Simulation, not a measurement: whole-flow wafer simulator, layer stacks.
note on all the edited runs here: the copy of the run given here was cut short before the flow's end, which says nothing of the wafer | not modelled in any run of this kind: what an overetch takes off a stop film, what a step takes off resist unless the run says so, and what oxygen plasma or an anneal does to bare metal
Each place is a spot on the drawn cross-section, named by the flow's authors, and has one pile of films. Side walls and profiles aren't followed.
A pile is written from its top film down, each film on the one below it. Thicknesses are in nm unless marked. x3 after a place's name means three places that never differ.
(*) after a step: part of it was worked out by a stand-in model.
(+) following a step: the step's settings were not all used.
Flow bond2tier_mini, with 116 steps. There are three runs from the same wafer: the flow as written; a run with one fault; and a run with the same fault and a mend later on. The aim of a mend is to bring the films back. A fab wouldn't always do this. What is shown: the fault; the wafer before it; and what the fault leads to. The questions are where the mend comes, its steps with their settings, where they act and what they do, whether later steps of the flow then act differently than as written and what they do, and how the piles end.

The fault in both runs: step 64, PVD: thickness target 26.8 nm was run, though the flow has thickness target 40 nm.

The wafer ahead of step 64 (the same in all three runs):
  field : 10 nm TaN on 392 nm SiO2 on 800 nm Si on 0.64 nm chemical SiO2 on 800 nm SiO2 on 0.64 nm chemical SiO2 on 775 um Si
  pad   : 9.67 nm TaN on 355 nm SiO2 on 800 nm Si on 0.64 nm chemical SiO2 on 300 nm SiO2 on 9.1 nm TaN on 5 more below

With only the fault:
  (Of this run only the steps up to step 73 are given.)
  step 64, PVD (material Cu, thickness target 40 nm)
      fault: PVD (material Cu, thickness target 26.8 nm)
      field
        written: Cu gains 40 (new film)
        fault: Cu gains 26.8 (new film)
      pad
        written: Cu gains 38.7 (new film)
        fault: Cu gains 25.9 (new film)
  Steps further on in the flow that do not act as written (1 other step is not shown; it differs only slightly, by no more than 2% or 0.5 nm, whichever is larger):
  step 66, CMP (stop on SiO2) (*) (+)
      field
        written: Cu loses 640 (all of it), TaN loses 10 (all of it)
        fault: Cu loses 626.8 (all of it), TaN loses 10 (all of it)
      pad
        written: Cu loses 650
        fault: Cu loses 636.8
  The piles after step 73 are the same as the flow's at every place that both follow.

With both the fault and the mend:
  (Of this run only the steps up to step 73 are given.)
  The mend stands after step 64.
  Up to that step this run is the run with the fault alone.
  step 64a, PVD (material Cu, thickness target 13.2 nm) (the flow's step 64 again, with other settings)
      field
        Cu gains 13.2
      pad
        Cu gains 12.7
  None of the later steps of the flow up to step 73 acts differently than as written at any place that is followed.
  The piles after step 73 are the same as the flow's at every place that both follow.
